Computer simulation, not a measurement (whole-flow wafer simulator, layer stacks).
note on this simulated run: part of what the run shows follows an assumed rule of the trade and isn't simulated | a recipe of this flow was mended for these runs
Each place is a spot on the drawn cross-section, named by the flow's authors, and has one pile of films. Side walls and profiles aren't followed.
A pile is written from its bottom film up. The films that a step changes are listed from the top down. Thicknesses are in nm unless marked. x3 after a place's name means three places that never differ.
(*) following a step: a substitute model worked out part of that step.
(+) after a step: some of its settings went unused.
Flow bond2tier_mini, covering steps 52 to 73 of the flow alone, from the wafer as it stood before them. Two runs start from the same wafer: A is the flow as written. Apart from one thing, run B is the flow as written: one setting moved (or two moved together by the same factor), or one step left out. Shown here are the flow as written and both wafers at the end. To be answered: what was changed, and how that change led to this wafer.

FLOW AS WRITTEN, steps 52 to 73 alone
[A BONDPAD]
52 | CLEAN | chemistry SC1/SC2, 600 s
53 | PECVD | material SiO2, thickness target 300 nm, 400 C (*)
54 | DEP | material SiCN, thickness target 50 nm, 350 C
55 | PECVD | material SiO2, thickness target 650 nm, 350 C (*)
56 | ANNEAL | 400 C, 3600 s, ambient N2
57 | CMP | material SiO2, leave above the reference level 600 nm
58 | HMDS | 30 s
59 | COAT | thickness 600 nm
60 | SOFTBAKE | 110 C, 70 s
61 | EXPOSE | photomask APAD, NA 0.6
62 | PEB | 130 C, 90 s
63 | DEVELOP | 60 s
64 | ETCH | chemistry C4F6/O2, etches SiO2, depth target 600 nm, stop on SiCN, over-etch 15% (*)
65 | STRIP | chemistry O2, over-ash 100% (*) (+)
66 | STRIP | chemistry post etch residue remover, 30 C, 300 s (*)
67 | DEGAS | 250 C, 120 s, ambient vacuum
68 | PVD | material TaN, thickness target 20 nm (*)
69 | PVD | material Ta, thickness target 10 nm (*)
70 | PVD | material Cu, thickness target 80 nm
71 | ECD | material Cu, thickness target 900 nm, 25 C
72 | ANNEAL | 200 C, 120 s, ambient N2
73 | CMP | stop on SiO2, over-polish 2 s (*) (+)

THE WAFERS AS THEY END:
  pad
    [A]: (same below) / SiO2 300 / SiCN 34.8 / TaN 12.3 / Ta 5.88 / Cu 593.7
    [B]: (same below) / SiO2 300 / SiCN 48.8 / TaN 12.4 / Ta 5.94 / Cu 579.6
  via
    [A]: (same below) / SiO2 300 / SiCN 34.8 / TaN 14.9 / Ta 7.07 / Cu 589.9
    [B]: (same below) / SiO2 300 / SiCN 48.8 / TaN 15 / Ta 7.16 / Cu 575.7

What caused this: step 64, ETCH: depth target 528 nm was run, though the flow has depth target 600 nm.

How this came from the change, step by step:
  64 | ETCH | chemistry C4F6/O2, etches SiO2, depth target 600 nm, stop on SiCN, over-etch 15% (*)
      pad, via: A -600 SiO2 (all of it), -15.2 SiCN | B -600 SiO2 (all of it), -1.21 SiCN
      field: A -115 thick-KrF-resist | B -101.2 thick-KrF-resist
  65 | STRIP | chemistry O2, over-ash 100% (*) (+)
      field: A -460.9 thick-KrF-resist (all of it) | B -474.7 thick-KrF-resist (all of it)
